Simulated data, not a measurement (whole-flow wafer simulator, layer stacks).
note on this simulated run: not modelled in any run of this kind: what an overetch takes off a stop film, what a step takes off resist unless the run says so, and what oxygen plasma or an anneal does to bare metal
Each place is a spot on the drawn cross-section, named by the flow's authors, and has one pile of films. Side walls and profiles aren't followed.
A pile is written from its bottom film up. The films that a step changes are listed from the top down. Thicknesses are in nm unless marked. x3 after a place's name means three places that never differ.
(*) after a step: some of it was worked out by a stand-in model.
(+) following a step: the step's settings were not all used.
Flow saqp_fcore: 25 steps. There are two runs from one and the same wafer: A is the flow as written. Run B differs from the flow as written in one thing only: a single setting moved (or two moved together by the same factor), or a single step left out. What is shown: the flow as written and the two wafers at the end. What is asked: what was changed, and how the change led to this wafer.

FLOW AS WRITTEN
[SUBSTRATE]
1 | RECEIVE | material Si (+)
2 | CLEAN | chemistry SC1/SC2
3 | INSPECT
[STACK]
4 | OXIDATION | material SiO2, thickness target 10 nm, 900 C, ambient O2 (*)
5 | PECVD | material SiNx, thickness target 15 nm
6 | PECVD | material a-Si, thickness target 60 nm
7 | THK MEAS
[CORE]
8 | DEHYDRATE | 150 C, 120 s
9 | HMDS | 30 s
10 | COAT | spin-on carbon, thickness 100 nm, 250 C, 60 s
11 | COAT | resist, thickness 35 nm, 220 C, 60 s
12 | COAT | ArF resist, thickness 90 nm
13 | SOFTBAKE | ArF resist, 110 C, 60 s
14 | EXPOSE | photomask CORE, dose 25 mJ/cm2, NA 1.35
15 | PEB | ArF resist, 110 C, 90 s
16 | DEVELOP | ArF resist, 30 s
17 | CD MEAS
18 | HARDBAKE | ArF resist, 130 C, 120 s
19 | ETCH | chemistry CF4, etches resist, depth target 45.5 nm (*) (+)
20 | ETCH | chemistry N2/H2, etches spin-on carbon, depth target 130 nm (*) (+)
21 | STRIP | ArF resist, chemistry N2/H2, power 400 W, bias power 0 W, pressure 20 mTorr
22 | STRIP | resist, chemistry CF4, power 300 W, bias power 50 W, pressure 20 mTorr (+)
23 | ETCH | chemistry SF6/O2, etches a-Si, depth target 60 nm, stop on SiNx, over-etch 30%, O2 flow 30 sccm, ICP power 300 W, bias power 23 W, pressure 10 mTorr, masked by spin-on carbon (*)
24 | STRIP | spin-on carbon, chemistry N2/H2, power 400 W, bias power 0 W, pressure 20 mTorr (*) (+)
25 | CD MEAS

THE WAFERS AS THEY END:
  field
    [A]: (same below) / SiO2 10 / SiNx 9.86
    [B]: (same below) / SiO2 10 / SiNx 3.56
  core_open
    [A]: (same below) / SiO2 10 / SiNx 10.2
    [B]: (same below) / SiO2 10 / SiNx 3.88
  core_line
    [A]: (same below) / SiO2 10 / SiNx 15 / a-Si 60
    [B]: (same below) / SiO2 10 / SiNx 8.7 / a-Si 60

What caused this: step 5, PECVD: thickness target 8.7 nm was run, though the flow has thickness target 15 nm.
The wafer lets one read it off: core_line has SiNx 8.7, and step 5 as written asks for 15 nm.

Step by step, how the change led to this:
  5 | PECVD | material SiNx, thickness target 15 nm
      field, core_open, core_line: A SiNx gains 15 (new film) | B SiNx gains 8.7 (new film)
